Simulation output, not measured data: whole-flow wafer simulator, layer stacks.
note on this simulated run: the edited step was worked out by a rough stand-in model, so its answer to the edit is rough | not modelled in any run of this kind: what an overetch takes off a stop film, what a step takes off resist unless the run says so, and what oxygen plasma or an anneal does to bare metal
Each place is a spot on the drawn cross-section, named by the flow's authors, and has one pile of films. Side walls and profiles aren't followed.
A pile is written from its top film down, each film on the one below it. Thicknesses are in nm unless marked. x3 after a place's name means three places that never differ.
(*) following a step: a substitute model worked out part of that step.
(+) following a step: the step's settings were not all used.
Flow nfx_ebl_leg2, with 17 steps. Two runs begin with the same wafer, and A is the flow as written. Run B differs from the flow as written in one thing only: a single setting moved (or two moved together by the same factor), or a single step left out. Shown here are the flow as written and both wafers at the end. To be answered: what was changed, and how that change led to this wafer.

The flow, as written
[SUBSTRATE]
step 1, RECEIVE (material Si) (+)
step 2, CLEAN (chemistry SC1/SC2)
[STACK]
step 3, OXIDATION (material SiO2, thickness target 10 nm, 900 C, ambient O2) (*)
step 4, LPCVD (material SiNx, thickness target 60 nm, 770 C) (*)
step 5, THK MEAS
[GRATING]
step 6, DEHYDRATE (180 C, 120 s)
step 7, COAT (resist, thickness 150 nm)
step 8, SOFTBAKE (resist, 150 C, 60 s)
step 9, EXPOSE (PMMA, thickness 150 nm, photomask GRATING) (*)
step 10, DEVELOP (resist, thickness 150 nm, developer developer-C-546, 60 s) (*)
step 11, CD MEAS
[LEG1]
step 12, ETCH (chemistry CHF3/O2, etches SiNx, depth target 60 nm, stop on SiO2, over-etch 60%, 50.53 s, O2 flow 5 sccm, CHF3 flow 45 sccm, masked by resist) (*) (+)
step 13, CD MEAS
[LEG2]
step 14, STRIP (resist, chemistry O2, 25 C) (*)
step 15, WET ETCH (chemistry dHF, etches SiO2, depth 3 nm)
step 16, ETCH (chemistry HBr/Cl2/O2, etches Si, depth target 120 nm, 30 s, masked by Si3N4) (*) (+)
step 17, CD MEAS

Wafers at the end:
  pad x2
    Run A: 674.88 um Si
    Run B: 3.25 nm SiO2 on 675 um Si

What caused this: step 12, ETCH: depth target 37.5 nm was run, whereas the flow has depth target 60 nm; step 12, ETCH: 31.58 s was run, where the flow has 50.53 s.

Step by step, how the change led to this:
  step 12, ETCH (chemistry CHF3/O2, etches SiNx, depth target 60 nm, stop on SiO2, over-etch 60%, 50.53 s, O2 flow 5 sccm, CHF3 flow 45 sccm, masked by resist) (*) (+)
      pad x2: A -60 SiNx (all of it), -10 SiO2 (all of it) | B -60 SiNx (all of it)
      field x2: A -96 resist | B -60 resist
  step 14, STRIP (resist, chemistry O2, 25 C) (*)
      pad x2: A +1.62 chemical SiO2 (new film), -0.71 Si | B nothing
      field x2: A -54 resist (all of it) | B -90 resist (all of it)
  step 15, WET ETCH (chemistry dHF, etches SiO2, depth 3 nm)
      pad x2: A -1.62 chemical SiO2 (all of it) | B -3 SiO2
  step 16, ETCH (chemistry HBr/Cl2/O2, etches Si, depth target 120 nm, 30 s, masked by Si3N4) (*) (+)
      pad x2: A -120 Si | B -3.75 SiO2
